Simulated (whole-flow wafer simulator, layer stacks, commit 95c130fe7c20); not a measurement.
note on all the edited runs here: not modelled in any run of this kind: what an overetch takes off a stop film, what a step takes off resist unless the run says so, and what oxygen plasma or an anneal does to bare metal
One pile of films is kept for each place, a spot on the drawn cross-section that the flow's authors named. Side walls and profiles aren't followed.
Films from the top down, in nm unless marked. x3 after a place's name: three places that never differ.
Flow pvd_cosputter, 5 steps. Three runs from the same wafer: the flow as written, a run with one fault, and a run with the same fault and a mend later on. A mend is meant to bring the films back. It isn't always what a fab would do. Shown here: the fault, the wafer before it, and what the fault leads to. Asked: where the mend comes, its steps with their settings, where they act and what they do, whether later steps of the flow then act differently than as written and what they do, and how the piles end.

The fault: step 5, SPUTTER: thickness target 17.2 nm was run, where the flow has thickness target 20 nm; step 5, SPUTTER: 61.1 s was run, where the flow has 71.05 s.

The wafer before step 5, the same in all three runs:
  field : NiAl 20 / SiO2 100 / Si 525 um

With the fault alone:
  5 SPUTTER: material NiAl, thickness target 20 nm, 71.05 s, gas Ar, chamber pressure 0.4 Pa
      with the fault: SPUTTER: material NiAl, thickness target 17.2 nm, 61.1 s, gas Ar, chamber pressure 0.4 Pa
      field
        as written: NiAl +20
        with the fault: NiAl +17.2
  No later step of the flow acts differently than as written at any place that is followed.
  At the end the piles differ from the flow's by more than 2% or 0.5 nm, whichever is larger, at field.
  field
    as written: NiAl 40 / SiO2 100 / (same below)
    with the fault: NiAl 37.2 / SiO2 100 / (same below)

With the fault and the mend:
  The mend comes after step 5.
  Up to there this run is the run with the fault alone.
  5a SPUTTER: material NiAl, thickness target 2.8 nm, 9.947 s, gas Ar, chamber pressure 0.4 Pa (the flow's step 5 once more, with other settings)
      field
        NiAl +2.8
  No later step of the flow acts differently than as written at any place that is followed.
  At the end the piles are the same as the flow's at every place that both follow.
